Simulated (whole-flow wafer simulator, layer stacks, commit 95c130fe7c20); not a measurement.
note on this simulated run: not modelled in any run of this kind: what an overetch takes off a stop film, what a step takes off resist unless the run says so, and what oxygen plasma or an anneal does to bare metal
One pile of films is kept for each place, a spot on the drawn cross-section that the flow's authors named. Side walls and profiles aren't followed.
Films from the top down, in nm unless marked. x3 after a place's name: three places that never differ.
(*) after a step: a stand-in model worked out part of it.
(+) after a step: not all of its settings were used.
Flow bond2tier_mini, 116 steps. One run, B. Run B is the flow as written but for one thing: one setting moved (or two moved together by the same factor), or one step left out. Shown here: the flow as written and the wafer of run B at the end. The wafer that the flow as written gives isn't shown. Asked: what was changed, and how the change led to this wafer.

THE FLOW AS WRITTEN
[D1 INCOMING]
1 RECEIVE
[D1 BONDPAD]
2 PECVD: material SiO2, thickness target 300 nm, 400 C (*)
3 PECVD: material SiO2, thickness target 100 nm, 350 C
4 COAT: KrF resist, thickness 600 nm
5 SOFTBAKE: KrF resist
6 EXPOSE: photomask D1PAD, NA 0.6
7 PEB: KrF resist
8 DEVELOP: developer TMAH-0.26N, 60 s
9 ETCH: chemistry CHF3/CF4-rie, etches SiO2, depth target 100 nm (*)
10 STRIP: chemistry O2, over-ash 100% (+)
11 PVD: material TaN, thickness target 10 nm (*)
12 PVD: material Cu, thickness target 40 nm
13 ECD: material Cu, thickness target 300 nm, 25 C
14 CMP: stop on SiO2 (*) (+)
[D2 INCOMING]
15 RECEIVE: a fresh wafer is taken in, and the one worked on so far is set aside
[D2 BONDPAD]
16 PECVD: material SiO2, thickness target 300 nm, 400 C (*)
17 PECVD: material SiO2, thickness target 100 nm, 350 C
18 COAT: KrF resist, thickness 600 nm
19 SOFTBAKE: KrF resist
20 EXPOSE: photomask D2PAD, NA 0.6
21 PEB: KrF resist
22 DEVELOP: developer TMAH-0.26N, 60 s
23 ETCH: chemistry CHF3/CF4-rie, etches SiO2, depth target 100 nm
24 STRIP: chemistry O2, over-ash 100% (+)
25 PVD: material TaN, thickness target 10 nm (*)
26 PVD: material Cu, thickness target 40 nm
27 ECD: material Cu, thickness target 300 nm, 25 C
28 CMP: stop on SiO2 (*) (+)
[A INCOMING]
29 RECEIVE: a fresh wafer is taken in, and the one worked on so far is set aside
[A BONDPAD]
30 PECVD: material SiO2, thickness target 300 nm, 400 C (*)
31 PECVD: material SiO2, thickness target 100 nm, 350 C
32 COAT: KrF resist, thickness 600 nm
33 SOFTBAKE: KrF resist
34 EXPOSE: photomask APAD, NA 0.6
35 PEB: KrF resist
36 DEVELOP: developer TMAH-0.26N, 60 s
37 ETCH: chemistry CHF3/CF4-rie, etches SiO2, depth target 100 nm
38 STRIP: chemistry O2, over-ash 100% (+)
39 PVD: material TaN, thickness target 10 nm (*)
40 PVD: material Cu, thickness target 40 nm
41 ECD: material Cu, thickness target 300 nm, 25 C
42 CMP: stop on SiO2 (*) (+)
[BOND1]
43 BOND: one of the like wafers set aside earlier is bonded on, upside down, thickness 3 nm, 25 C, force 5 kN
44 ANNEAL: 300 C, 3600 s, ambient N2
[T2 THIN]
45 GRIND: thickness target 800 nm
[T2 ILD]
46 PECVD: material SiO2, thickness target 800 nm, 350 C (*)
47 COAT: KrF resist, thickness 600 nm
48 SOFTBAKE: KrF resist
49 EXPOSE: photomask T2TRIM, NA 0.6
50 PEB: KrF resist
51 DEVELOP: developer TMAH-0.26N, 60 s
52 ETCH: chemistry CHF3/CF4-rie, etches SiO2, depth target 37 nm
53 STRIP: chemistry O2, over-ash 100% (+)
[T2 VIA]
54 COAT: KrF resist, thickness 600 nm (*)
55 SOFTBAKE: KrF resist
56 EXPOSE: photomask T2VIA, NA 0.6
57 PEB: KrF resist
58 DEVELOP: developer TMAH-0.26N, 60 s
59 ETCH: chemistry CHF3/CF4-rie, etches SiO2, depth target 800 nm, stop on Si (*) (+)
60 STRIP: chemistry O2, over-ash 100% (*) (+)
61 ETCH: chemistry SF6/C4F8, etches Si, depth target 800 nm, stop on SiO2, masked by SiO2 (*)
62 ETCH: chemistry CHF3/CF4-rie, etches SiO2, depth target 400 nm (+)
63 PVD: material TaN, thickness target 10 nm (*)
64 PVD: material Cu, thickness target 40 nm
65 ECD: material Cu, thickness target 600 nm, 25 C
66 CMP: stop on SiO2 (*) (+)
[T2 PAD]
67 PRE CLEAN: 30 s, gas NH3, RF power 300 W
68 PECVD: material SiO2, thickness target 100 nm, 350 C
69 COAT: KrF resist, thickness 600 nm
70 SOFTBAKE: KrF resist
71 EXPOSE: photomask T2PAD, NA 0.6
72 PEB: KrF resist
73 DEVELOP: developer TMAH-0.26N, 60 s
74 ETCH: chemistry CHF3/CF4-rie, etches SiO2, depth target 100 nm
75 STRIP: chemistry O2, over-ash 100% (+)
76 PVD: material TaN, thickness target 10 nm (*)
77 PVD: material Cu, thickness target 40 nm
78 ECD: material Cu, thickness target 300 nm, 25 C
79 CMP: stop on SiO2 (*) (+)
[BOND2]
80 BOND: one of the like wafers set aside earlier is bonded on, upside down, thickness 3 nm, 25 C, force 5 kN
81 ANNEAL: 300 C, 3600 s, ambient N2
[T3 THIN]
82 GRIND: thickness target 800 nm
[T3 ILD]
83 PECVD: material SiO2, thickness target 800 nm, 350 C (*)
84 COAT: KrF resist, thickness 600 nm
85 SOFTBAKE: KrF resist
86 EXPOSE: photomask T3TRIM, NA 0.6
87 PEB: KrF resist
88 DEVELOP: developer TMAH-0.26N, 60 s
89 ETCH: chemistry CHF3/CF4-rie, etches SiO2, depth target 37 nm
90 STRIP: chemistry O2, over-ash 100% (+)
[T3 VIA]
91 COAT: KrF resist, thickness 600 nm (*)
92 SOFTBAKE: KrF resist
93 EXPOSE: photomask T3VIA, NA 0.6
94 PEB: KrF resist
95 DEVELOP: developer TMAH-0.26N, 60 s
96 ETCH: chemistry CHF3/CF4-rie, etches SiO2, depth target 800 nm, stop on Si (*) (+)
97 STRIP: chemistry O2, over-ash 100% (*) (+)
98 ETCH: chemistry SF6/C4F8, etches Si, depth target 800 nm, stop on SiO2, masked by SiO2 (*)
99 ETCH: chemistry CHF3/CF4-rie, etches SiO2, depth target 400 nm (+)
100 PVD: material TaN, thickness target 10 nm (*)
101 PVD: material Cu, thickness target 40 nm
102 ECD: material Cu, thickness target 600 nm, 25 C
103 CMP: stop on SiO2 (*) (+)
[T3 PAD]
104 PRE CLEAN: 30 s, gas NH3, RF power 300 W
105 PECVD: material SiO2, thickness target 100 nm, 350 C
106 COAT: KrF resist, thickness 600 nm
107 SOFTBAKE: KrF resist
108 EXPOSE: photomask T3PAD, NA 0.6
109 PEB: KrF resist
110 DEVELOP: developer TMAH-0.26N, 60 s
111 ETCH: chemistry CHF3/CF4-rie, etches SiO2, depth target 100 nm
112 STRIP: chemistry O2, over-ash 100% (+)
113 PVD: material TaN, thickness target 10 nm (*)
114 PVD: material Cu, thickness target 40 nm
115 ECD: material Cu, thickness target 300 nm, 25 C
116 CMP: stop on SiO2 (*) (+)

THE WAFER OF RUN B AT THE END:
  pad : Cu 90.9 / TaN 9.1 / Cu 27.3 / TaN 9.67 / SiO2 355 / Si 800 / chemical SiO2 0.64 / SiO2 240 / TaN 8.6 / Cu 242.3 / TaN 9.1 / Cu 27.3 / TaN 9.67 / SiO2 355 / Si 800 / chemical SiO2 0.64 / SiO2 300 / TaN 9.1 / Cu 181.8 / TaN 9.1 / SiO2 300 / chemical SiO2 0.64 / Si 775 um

The cause: step 23, ETCH: depth target 160 nm was run, where the flow has depth target 100 nm.

How the change led to this, step by step:
  23 ETCH: chemistry CHF3/CF4-rie, etches SiO2, depth target 100 nm
      pad, via: SiO2 -160 (as written it would be: SiO2 -100)
      field: KrF resist -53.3 (as written it would be: KrF resist -33.3)
  24 STRIP: chemistry O2, over-ash 100% (+)
      field: KrF resist -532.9 (all of it) (as written it would be: KrF resist -552.9 (all of it))
  26 PVD: material Cu, thickness target 40 nm
      pad: Cu +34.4 (new film) (as written it would be: Cu +36.4 (new film))
  27 ECD: material Cu, thickness target 300 nm, 25 C
      pad: Cu +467 (as written it would be: Cu +404.5)
      via: Cu +460.6 (as written it would be: Cu +400.2)
  80 BOND: one of the like wafers set aside earlier is bonded on, upside down, thickness 3 nm, 25 C, force 5 kN
      pad: Si +775 um (new film), chemical SiO2 +0.64 (new film), SiO2 +240 (new film), TaN +8.6 (new film), Cu +151.4 (as written it would be: Si +775 um (new film), chemical SiO2 +0.64 (new film), SiO2 +300 (new film), TaN +9.1 (new film), Cu +90.9)
